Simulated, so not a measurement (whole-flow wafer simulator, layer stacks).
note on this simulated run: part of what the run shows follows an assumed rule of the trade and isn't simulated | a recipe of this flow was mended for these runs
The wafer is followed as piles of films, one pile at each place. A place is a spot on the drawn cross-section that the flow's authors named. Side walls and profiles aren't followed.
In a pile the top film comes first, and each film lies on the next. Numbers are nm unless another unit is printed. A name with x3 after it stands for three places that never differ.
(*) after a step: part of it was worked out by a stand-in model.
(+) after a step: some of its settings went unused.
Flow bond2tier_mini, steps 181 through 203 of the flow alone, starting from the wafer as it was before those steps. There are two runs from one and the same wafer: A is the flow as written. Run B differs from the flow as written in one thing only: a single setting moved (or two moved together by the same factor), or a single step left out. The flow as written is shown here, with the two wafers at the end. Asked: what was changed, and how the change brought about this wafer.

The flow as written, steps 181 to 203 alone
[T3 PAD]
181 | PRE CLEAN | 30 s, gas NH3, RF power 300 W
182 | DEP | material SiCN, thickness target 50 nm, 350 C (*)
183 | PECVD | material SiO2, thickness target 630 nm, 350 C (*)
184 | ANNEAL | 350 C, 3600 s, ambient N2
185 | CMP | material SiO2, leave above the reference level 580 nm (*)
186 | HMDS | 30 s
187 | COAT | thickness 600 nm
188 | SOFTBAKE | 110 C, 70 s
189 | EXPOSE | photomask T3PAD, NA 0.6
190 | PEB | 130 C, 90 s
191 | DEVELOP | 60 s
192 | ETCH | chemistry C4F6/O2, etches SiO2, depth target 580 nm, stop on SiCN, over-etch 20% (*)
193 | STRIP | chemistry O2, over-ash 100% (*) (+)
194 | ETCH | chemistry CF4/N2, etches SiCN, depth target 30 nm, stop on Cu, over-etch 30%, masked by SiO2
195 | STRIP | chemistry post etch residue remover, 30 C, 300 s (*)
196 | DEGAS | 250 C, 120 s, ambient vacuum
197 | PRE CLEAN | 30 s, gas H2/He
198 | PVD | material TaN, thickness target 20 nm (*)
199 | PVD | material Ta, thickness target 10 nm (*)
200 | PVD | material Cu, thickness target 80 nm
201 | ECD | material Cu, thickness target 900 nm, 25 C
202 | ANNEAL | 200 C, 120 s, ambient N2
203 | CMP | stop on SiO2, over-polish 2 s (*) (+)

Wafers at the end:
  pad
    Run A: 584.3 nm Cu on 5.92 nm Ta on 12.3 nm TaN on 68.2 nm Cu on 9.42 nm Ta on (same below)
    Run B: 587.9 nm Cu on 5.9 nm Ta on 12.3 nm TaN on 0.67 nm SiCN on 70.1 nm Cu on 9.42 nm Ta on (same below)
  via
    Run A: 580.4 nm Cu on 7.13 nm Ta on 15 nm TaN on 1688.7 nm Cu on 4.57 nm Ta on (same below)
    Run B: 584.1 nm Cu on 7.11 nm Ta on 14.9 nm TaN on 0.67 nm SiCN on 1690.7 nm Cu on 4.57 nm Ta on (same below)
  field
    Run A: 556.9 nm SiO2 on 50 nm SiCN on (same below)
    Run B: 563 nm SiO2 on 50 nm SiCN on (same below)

The reason: step 194, ETCH: depth target 22.9 nm was run, while the flow as written has depth target 30 nm.

Step by step, how the change led to this:
  194 | ETCH | chemistry CF4/N2, etches SiCN, depth target 30 nm, stop on Cu, over-etch 30%, masked by SiO2
      pad, via: A -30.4 SiCN (all of it), -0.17 Cu | B -29.8 SiCN
      field: A -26 SiO2 | B -19.8 SiO2
  195 | STRIP | chemistry post etch residue remover, 30 C, 300 s (*)
      pad, via: A -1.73 Cu | B nothing
Taking metal films that touch as one body, pad has 4 bodies (between them, from the top down: SiCN 0.67; SiO2 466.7 / Si 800 / chemical SiO2 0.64 / SiO2 300 / SiCN 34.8; SiO2 466.7 / Si 800 / chemical SiO2 0.64 / SiO2 300 / SiCN 34.8); the flow as written gives 3 bodies (between them, from the top down: SiO2 466.7 / Si 800 / chemical SiO2 0.64 / SiO2 300 / SiCN 34.8; SiO2 466.7 / Si 800 / chemical SiO2 0.64 / SiO2 300 / SiCN 34.8).
Taking metal films that touch as one body, via has 2 bodies (between them, from the top down: SiCN 0.67); the flow as written gives 1 body.
